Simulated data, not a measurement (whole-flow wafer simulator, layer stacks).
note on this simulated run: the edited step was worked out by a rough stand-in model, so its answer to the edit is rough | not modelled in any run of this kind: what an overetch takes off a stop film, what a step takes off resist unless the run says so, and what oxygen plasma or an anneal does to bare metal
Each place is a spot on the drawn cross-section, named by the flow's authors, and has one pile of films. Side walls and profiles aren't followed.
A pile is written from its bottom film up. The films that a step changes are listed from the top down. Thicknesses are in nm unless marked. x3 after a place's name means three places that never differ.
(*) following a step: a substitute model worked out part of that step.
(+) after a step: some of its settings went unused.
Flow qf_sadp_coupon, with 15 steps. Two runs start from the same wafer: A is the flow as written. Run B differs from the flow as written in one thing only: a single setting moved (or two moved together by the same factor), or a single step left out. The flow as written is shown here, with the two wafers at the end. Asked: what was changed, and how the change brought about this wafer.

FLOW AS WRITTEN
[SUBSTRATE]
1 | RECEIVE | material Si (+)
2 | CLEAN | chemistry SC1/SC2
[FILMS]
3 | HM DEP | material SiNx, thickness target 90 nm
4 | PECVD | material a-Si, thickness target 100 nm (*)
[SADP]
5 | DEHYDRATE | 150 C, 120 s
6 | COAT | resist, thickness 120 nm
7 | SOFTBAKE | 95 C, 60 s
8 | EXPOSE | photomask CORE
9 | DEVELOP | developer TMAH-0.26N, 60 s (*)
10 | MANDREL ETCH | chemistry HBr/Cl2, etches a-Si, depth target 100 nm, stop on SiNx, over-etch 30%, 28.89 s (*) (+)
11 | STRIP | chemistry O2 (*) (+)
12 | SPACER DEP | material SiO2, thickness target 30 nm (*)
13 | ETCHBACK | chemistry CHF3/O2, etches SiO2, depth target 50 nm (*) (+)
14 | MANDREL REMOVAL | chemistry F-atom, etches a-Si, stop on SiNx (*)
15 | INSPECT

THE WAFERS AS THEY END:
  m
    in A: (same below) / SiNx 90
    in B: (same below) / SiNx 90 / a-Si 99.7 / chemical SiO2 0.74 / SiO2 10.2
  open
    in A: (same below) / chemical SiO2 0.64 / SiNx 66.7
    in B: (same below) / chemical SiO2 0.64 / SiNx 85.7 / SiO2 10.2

Cause: step 13, ETCHBACK: depth target 19.8 nm was run, whereas the flow has depth target 50 nm.

How this came from the change, step by step:
  13 | ETCHBACK | chemistry CHF3/O2, etches SiO2, depth target 50 nm (*) (+)
      m: A -30 SiO2 (all of it), -0.74 chemical SiO2 (all of it), -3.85 a-Si | B -19.8 SiO2
      open: A -30 SiO2 (all of it), -19 SiNx | B -19.8 SiO2
  14 | MANDREL REMOVAL | chemistry F-atom, etches a-Si, stop on SiNx (*)
      m: A -95.8 a-Si (all of it) | B nothing
